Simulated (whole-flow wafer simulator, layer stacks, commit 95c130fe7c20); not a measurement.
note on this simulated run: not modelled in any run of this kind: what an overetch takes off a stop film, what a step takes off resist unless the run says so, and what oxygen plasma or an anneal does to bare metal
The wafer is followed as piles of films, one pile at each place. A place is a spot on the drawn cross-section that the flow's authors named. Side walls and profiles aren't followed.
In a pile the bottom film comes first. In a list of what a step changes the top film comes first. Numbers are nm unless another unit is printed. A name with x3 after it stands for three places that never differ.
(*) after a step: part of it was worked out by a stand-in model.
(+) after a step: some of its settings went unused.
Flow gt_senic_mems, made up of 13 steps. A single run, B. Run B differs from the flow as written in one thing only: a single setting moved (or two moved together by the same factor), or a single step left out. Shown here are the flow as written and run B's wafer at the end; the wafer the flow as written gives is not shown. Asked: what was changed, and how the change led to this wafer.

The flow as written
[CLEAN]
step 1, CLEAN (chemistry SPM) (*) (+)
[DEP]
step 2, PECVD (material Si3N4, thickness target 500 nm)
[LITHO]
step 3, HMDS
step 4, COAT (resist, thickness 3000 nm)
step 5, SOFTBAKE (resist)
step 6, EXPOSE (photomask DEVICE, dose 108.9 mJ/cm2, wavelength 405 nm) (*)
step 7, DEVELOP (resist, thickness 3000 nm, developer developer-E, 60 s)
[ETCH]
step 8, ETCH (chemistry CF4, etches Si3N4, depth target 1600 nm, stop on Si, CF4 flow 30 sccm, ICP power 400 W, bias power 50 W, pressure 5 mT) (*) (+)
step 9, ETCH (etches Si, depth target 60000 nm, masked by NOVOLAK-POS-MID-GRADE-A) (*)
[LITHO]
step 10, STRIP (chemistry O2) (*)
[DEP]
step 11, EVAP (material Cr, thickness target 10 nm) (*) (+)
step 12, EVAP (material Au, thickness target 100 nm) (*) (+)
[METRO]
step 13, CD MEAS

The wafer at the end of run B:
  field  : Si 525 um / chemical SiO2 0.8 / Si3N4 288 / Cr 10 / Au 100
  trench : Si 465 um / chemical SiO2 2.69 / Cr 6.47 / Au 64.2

What caused this: step 2, PECVD: thickness target 288 nm was run, whereas the flow has thickness target 500 nm.
The wafer lets one read it off: field has Si3N4 288, and step 2 as written asks for 500 nm.

Step by step, how the change led to this:
  step 2, PECVD (material Si3N4, thickness target 500 nm)
      field, trench: Si3N4 gains 288 (new film) (it would be, as written: Si3N4 gains 500 (new film))
  step 8, ETCH (chemistry CF4, etches Si3N4, depth target 1600 nm, stop on Si, CF4 flow 30 sccm, ICP power 400 W, bias power 50 W, pressure 5 mT) (*) (+)
      field: resist loses 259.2 (it would be, as written: resist loses 400.5)
      trench: Si3N4 loses 288 (all of it), chemical SiO2 loses 0.8 (all of it) (it would be, as written: Si3N4 loses 500 (all of it), chemical SiO2 loses 0.8 (all of it))
  step 10, STRIP (chemistry O2) (*)
      field: resist loses 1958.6 (all of it) (it would be, as written: resist loses 1817.3 (all of it))
